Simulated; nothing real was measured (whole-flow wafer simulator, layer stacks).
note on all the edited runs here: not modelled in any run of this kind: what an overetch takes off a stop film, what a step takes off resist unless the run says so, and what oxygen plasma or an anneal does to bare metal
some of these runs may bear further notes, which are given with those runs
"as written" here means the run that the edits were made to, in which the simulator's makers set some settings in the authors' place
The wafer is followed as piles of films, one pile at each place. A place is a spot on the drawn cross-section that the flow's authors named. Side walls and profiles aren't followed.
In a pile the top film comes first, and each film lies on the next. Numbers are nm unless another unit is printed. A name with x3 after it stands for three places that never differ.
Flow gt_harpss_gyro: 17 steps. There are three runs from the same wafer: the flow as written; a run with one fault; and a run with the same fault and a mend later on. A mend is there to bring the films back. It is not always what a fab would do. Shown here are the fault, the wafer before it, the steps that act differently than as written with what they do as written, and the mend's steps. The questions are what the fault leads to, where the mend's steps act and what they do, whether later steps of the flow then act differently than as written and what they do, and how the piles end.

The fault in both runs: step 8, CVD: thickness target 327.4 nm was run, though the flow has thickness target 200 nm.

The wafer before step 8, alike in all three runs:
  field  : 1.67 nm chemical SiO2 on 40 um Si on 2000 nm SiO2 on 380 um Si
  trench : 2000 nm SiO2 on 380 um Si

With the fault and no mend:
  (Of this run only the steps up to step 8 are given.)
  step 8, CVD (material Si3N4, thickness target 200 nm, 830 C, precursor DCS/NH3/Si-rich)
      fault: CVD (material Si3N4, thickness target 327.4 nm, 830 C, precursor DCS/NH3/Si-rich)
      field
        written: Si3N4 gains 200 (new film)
        fault: Si3N4 gains 327.4 (new film)
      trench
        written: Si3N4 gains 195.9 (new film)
        fault: Si3N4 gains 319.7 (new film)
  Once step 8 is done, the piles at field, trench depart from the flow's by more than 2% or 0.5 nm, whichever is larger.
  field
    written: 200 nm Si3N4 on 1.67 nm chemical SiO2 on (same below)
    fault: 327.4 nm Si3N4 on 1.67 nm chemical SiO2 on (same below)
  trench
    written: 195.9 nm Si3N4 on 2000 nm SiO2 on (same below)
    fault: 319.7 nm Si3N4 on 2000 nm SiO2 on (same below)

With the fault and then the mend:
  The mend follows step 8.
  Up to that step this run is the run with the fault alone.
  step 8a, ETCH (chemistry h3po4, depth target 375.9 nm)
      field
        Si3N4 loses 327.4 (all of it)
      trench
        Si3N4 loses 319.7 (all of it)
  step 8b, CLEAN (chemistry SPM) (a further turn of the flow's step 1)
      leaves every film unchanged at each place that is followed
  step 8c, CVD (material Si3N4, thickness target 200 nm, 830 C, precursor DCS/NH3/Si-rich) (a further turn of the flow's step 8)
      field
        Si3N4 gains 200 (new film)
      trench
        Si3N4 gains 195.9 (new film)
  None of the later steps of the flow acts differently than as written at any place that is followed.
  By the end, the piles equal the flow's at every place that both follow.
